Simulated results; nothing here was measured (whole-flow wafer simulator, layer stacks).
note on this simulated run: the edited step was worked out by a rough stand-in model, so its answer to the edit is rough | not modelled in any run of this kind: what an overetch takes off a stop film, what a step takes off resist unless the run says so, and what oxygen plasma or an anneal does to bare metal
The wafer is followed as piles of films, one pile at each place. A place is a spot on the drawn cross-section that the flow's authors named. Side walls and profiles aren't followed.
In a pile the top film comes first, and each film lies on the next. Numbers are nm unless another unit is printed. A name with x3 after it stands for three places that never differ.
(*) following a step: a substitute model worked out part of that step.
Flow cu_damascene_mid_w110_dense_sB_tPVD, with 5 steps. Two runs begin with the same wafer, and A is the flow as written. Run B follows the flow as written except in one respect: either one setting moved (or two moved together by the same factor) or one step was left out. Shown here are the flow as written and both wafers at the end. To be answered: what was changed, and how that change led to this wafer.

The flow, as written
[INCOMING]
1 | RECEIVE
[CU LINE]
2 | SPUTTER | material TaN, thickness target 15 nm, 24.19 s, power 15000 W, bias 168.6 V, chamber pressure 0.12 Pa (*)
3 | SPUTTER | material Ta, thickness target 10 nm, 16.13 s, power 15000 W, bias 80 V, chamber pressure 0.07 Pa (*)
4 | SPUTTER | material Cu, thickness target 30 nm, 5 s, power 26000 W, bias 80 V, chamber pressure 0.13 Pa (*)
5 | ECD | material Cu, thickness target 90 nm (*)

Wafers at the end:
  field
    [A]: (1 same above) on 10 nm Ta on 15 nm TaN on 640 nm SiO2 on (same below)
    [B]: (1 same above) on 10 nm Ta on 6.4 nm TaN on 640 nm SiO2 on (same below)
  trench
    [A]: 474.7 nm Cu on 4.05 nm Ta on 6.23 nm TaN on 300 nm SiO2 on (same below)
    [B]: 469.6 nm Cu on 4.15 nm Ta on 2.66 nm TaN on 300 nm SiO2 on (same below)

Cause: step 2, SPUTTER: thickness target 6.4 nm was run, whereas the flow has thickness target 15 nm; step 2, SPUTTER: 10.28 s was run, where the flow has 24.19 s.
The wafer itself shows it: field has TaN 6.4, and step 2 as written asks for 15 nm.

The path from the change to this, step by step:
  2 | SPUTTER | material TaN, thickness target 15 nm, 24.19 s, power 15000 W, bias 168.6 V, chamber pressure 0.12 Pa (*)
      field: A TaN gains 15 (new film) | B TaN gains 6.4 (new film)
      trench: A TaN gains 6.23 (new film) | B TaN gains 2.66 (new film)
